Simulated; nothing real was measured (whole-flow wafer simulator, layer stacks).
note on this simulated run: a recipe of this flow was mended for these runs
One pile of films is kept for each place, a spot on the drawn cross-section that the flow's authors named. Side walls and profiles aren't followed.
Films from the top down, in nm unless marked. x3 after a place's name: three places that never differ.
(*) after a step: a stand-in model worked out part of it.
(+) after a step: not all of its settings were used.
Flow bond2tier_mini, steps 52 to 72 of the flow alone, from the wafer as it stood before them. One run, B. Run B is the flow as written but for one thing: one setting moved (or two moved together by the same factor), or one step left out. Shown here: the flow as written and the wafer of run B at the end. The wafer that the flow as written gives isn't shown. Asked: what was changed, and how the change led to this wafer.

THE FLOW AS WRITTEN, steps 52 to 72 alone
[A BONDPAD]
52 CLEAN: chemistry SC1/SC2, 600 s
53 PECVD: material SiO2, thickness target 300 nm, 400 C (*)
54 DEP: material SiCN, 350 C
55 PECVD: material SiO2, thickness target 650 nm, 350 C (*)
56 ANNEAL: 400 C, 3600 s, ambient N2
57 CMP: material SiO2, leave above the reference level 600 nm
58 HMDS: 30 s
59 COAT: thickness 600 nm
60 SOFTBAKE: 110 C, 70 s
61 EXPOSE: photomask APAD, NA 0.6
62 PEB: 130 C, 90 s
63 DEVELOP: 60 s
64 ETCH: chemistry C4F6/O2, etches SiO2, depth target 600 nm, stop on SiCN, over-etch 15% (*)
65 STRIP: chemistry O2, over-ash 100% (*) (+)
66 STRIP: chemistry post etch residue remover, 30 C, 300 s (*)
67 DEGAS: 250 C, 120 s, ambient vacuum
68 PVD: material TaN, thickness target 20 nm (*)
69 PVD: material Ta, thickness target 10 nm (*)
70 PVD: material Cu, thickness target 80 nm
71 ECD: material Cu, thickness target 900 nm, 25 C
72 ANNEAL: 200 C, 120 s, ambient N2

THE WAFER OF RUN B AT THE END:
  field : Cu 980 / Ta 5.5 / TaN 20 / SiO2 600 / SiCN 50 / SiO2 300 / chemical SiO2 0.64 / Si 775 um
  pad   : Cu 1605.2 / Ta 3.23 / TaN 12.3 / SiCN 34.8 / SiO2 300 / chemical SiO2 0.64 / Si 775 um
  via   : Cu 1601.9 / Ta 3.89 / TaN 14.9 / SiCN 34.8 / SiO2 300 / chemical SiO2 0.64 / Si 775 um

The cause: step 69, PVD: thickness target 5.5 nm was run, where the flow has thickness target 10 nm.
It can be read off the wafer: field has Ta 5.5, and step 69 as written asks for 10 nm.

How the change led to this, step by step:
  69 PVD: material Ta, thickness target 10 nm (*)
      field: Ta +5.5 (new film) (as written it would be: Ta +10 (new film))
      pad: Ta +3.23 (new film) (as written it would be: Ta +5.88 (new film))
      (and at 1 more place)
